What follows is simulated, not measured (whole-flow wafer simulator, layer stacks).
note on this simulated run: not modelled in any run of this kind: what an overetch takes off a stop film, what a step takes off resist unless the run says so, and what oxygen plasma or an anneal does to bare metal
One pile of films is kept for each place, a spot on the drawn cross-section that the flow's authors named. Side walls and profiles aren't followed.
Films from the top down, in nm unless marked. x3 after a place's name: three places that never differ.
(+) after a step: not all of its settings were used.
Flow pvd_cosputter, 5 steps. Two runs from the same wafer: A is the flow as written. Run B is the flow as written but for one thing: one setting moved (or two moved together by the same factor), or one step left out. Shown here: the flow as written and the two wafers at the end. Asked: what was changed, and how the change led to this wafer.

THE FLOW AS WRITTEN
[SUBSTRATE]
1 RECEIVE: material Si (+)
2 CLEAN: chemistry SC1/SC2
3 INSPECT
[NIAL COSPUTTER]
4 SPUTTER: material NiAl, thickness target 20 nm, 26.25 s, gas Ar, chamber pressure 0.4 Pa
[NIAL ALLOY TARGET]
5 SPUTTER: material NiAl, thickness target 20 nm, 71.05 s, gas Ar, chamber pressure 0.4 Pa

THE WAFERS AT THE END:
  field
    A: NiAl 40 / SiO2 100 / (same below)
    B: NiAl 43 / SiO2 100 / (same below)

The cause: step 5, SPUTTER: thickness target 23 nm was run, where the flow has thickness target 20 nm; step 5, SPUTTER: 81.71 s was run, where the flow has 71.05 s.

How the change led to this, step by step:
  5 SPUTTER: material NiAl, thickness target 20 nm, 71.05 s, gas Ar, chamber pressure 0.4 Pa
      field: A NiAl +20 | B NiAl +23
